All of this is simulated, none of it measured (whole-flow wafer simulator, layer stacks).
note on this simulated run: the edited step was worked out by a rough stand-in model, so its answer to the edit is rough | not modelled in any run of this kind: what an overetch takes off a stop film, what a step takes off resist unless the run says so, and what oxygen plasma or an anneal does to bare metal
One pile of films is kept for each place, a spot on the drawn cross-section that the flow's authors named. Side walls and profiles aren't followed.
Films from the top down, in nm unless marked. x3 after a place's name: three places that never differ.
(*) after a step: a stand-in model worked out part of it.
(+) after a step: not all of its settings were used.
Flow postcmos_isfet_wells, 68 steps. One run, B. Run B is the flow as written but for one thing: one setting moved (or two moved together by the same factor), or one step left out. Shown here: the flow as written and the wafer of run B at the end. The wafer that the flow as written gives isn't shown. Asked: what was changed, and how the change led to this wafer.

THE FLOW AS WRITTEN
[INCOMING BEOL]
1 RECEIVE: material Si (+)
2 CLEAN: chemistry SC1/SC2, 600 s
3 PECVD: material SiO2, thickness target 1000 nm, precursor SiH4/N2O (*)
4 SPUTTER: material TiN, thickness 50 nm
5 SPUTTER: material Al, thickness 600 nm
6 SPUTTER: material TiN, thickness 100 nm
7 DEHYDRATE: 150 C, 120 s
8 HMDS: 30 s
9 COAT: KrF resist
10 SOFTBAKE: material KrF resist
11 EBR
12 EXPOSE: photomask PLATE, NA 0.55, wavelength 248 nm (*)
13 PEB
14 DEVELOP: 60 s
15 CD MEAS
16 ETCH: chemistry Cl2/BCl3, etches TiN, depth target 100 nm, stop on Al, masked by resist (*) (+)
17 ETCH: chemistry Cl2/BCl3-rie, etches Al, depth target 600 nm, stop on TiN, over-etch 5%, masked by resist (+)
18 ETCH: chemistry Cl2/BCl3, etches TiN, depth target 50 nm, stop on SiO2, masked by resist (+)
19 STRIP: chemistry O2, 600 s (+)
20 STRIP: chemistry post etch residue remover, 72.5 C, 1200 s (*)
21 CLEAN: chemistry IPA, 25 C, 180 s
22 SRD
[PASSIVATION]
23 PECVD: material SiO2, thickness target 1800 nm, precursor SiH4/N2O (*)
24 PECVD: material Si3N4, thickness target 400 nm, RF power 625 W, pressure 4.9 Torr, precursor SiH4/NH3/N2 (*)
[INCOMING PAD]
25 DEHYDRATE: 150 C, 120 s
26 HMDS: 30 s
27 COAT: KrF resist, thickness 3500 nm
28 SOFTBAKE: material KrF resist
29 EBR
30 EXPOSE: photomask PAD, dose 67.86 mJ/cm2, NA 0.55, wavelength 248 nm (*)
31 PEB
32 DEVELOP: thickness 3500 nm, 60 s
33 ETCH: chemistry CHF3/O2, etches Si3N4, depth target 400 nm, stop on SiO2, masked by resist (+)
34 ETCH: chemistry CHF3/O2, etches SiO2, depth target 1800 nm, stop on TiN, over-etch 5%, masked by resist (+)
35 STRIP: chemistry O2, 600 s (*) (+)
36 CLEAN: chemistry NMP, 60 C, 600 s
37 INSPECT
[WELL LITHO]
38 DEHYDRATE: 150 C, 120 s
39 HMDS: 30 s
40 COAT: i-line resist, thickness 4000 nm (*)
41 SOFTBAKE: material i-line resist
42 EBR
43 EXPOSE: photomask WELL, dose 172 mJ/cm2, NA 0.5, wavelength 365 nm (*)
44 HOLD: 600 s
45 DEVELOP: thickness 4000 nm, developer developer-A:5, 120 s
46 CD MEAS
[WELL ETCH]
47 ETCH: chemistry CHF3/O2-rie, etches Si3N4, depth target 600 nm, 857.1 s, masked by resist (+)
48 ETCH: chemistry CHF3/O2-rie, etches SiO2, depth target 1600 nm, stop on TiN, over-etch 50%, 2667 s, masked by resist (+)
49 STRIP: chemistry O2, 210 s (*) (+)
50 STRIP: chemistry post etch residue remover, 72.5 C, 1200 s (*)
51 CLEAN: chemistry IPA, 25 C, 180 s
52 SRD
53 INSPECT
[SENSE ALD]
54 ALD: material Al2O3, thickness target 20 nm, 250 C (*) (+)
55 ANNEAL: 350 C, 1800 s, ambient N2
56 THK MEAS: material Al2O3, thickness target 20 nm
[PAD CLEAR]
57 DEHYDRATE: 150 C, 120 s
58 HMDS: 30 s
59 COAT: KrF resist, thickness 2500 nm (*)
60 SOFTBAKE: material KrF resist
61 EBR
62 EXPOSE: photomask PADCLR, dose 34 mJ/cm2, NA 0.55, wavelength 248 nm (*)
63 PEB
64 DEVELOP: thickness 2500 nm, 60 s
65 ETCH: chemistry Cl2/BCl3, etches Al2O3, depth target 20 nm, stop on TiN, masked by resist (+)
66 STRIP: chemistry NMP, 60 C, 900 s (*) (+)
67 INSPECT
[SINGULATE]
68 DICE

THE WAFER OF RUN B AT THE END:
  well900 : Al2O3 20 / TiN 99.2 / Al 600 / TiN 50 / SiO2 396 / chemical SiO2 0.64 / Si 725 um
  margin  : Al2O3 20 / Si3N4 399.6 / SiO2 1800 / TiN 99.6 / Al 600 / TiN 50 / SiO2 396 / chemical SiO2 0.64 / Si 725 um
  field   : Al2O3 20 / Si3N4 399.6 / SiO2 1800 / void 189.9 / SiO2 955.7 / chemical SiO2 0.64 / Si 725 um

The cause: step 3, PECVD: thickness target 396 nm was run, where the flow has thickness target 1000 nm.
It can be read off the wafer: well900 has SiO2 396, and step 3 as written asks for 1000 nm.

How the change led to this, step by step:
  3 PECVD: material SiO2, thickness target 1000 nm, precursor SiH4/N2O (*)
      field, margin, well900, well1300 x3, pad_rim, pad_clr, pad_open: SiO2 +396 (new film) (as written it would be: SiO2 +1000 (new film))
